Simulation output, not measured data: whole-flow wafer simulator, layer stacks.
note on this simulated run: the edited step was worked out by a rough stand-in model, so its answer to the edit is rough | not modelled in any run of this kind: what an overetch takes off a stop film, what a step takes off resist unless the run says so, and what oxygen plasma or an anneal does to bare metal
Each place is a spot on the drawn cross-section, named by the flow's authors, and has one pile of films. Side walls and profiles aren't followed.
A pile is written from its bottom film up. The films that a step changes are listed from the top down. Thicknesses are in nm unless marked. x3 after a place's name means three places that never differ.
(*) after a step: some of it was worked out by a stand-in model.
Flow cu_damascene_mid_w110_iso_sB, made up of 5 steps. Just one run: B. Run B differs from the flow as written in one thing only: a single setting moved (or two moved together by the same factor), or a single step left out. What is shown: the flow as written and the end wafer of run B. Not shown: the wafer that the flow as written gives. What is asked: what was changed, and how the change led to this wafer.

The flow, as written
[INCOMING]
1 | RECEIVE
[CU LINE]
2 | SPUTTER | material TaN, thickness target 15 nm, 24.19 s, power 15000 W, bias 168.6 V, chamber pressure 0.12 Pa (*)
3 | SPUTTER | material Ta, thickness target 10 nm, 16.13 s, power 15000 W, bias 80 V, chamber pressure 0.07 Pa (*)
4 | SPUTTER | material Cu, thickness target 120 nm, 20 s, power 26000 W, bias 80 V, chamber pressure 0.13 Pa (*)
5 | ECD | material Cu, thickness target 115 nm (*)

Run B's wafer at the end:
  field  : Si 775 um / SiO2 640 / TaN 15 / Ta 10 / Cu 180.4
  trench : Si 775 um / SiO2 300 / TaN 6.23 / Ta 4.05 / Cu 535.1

Cause: step 5, ECD: thickness target 60.4 nm was run, while the flow as written has thickness target 115 nm.

Step by step, how the change led to this:
  5 | ECD | material Cu, thickness target 115 nm (*)
      field: +60.4 Cu (in the flow as written it would be: +115 Cu)
      trench: +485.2 Cu (in the flow as written it would be: +539.8 Cu)
